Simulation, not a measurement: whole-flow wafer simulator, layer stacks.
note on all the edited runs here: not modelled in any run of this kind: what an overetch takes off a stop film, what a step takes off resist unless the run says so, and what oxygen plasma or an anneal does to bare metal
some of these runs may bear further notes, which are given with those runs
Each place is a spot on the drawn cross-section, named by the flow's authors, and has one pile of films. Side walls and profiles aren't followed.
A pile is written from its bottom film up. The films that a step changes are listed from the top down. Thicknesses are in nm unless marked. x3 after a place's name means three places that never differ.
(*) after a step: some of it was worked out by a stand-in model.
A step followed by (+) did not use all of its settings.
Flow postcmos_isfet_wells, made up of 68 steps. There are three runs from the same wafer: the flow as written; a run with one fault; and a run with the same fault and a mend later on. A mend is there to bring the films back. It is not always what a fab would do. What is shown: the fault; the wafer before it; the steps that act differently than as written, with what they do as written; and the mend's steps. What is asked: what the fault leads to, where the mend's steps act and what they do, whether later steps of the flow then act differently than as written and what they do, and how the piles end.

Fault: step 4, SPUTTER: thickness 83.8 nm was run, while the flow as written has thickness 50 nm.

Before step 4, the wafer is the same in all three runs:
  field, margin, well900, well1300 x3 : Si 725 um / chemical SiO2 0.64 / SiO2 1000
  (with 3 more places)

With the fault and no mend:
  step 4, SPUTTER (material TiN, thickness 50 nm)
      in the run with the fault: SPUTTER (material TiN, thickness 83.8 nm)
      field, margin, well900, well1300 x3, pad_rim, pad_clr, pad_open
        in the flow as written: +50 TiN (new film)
        in the run with the fault: +83.8 TiN (new film)
  Later steps of the flow acting differently than as written (1 more step, not shown, differs only slightly: by at most 2% or 0.5 nm, whichever is larger):
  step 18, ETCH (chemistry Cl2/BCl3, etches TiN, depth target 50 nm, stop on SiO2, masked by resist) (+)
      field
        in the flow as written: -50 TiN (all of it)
        in the run with the fault: -50 TiN
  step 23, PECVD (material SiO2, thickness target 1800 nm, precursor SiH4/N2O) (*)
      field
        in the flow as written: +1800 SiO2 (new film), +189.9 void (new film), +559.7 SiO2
        in the run with the fault: +1800 SiO2 (new film), +190.2 void (new film), +559.8 SiO2 (new film)
  By the end, the piles at field, margin, well900, well1300 x3, pad_rim, pad_clr, pad_open depart from the flow's by more than 2% or 0.5 nm, whichever is larger.
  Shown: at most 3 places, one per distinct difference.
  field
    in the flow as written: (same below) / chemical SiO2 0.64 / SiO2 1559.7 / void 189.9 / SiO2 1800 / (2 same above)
    in the run with the fault: (same below) / chemical SiO2 0.64 / SiO2 1000 / TiN 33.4 / SiO2 559.8 / void 190.2 / SiO2 1800 / (2 same above)
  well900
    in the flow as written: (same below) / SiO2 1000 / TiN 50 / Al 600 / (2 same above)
    in the run with the fault: (same below) / SiO2 1000 / TiN 83.8 / Al 600 / (2 same above)
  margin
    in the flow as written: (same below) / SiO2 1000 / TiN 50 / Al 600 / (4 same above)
    in the run with the fault: (same below) / SiO2 1000 / TiN 83.8 / Al 600 / (4 same above)

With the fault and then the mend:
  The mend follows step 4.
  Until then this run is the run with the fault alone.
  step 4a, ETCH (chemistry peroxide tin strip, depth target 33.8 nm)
      field, margin, well900, well1300 x3, pad_rim, pad_clr, pad_open
        -33.8 TiN
  None of the later steps of the flow acts differently than as written at any place that is followed.
  At every place that both follow, the piles at the end match the flow's.
